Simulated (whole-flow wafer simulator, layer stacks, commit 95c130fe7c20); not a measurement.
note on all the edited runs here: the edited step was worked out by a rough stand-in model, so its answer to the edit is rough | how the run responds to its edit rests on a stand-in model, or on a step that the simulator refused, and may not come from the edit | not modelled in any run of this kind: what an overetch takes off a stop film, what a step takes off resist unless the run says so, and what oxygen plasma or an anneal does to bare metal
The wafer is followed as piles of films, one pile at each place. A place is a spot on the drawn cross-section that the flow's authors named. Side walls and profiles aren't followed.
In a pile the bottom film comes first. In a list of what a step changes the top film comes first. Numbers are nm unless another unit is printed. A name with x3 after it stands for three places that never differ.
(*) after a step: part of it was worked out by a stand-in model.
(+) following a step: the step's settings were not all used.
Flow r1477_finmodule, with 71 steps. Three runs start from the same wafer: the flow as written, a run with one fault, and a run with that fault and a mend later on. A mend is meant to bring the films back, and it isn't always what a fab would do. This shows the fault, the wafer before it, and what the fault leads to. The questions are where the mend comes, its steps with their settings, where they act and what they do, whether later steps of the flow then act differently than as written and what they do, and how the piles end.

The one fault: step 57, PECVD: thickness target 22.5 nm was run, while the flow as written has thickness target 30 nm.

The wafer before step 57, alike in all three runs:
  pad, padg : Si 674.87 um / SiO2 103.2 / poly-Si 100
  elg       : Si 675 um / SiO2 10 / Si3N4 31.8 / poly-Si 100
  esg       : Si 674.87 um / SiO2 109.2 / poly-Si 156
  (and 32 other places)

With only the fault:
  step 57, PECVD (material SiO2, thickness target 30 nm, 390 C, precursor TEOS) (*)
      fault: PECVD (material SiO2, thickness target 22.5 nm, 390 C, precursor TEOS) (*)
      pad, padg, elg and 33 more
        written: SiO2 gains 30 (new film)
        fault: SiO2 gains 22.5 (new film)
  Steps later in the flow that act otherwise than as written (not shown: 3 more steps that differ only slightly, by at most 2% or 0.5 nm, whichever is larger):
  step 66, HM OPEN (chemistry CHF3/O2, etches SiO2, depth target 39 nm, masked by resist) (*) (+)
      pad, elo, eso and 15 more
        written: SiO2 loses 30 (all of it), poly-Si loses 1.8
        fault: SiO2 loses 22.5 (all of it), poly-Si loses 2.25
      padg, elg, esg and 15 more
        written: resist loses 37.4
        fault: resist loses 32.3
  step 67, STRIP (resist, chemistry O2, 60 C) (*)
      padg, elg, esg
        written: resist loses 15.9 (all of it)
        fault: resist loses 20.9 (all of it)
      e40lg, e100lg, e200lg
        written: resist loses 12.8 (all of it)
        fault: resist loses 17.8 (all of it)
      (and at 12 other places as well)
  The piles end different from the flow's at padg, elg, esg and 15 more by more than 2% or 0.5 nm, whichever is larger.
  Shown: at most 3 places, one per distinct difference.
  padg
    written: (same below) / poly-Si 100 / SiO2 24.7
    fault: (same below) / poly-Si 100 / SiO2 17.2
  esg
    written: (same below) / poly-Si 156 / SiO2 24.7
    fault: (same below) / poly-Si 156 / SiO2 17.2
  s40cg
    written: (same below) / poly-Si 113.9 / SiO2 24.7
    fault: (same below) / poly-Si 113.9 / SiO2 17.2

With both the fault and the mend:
  The mend follows step 58.
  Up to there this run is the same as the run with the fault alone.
  step 58a, PECVD (material SiO2, thickness target 7.5 nm, 390 C, precursor TEOS) (*) (the flow's step 57 again, with other settings)
      pad, padg, elg and 33 more
        SiO2 gains 7.5
  Every later step of the flow that is run acts as written at every place that is followed.
  At every place that both follow, the piles at the end match the flow's.
